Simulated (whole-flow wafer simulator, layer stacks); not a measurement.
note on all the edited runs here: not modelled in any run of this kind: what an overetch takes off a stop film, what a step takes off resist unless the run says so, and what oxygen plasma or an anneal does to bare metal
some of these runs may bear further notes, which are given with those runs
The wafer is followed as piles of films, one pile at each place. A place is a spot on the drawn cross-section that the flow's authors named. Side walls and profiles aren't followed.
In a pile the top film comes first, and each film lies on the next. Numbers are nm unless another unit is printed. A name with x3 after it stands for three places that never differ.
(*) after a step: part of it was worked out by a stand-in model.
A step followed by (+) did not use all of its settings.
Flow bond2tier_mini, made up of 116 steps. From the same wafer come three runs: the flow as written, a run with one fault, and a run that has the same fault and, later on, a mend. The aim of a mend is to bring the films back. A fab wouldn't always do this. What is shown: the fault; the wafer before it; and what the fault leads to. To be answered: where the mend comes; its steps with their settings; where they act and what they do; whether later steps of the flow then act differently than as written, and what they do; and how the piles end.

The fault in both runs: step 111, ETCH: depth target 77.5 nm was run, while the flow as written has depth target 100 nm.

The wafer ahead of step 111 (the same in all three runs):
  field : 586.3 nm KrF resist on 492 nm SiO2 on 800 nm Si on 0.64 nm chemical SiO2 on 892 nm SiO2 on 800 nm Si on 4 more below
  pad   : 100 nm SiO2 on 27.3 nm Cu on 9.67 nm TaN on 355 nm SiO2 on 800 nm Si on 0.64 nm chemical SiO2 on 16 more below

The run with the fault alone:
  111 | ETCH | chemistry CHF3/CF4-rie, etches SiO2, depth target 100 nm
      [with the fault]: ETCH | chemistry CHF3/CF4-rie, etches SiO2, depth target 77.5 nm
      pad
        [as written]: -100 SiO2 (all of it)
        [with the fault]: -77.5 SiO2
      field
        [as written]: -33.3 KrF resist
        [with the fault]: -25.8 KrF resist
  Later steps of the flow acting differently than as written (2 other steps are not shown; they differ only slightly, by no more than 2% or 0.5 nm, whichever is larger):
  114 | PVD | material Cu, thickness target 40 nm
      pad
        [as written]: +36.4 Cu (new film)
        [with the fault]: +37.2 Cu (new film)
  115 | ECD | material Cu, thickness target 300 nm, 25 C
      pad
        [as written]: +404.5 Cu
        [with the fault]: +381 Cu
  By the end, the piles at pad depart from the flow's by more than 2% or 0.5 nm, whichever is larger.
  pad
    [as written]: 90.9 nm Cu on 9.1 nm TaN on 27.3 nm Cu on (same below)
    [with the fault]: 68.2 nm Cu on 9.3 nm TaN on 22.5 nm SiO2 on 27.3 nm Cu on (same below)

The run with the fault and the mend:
  The mend stands after step 112.
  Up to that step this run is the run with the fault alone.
  112a | COAT | KrF resist, thickness 600 nm (*) (a further turn of the flow's step 106)
      field
        +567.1 KrF resist (new film)
      pad
        +634.3 KrF resist (new film)
  112b | SOFTBAKE | KrF resist (a further turn of the flow's step 107)
      alters no film at any place that is followed
  112c | EXPOSE | photomask T3PAD, NA 0.6 (a further turn of the flow's step 108)
      alters no film at any place that is followed
  112d | PEB | KrF resist (a further turn of the flow's step 109)
      alters no film at any place that is followed
  112e | DEVELOP | developer TMAH-0.26N, 60 s (a further turn of the flow's step 110)
      field
        -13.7 KrF resist
      pad
        -634.3 KrF resist (all of it)
  112f | ETCH | chemistry CHF3/CF4-rie, etches SiO2, depth target 22.5 nm (a further turn of the flow's step 111, with different settings)
      field
        -7.5 KrF resist
      pad
        -22.5 SiO2 (all of it)
  112g | STRIP | chemistry O2, over-ash 100% (+) (a further turn of the flow's step 112)
      field
        -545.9 KrF resist (all of it)
  Every later step of the flow that is run acts as written at every place that is followed.
  By the end, the piles equal the flow's at every place that both follow.
